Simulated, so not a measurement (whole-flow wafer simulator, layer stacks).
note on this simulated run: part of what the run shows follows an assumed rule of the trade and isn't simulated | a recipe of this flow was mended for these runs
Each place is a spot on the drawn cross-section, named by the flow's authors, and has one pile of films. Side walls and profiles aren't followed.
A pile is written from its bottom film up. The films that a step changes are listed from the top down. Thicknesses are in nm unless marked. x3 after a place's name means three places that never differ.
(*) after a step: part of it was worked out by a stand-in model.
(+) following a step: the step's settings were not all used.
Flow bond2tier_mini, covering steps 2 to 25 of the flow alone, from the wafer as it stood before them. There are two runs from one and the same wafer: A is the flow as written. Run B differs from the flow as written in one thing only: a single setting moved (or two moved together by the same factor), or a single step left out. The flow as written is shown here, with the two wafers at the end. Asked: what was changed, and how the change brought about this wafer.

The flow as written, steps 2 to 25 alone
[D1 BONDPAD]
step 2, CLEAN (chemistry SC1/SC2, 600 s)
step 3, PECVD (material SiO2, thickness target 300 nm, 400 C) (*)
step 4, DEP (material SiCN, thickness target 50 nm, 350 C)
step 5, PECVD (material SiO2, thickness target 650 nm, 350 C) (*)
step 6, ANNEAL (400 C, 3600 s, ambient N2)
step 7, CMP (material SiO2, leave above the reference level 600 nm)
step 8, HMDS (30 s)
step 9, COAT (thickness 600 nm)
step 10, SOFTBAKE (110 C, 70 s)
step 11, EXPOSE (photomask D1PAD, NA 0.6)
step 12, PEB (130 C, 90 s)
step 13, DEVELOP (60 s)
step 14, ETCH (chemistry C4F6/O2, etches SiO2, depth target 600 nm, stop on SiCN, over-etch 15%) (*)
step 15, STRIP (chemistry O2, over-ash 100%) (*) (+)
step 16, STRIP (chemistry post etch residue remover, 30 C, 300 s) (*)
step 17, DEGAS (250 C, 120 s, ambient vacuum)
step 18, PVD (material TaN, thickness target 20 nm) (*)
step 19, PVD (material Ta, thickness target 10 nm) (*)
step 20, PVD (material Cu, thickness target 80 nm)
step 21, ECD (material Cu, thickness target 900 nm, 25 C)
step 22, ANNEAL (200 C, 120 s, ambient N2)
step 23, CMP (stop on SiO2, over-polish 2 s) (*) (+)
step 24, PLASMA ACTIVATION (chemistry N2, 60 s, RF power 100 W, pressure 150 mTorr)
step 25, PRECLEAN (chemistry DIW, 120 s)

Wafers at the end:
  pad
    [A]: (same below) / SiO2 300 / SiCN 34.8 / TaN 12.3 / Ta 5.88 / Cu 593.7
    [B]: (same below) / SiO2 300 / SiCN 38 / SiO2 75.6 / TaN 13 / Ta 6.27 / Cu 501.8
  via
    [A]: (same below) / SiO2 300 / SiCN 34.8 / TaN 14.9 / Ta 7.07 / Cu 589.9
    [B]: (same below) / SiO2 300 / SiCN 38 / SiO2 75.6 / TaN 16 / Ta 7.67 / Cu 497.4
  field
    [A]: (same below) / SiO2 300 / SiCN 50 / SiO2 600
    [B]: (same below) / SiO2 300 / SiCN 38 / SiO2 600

The reason: step 4, DEP: thickness target 38 nm was run, while the flow as written has thickness target 50 nm; step 14, ETCH: depth target 456 nm was run, where the flow has depth target 600 nm.
The wafer lets one read it off: field has SiCN 38, and step 4 as written asks for 50 nm.

How this came from the change, step by step:
  step 4, DEP (material SiCN, thickness target 50 nm, 350 C)
      field, pad, via: A +50 SiCN (new film) | B +38 SiCN (new film)
  step 14, ETCH (chemistry C4F6/O2, etches SiO2, depth target 600 nm, stop on SiCN, over-etch 15%) (*)
      pad, via: A -600 SiO2 (all of it), -15.2 SiCN | B -524.4 SiO2
      field: A -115 thick-KrF-resist | B -87.4 thick-KrF-resist
  step 15, STRIP (chemistry O2, over-ash 100%) (*) (+)
      field: A -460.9 thick-KrF-resist (all of it) | B -488.5 thick-KrF-resist (all of it)
  step 18, PVD (material TaN, thickness target 20 nm) (*)
      pad: A +12.3 TaN (new film) | B +13 TaN (new film)
      via: A +14.9 TaN (new film) | B +16 TaN (new film)
  step 19, PVD (material Ta, thickness target 10 nm) (*)
      via: A +7.07 Ta (new film) | B +7.67 Ta (new film)
  step 20, PVD (material Cu, thickness target 80 nm)
      pad: A +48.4 Cu (new film) | B +51.4 Cu (new film)
      via: A +59 Cu (new film) | B +63.5 Cu (new film)
  step 21, ECD (material Cu, thickness target 900 nm, 25 C)
      pad: A +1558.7 Cu | B +1463.7 Cu
      via: A +1544.3 Cu | B +1447.3 Cu
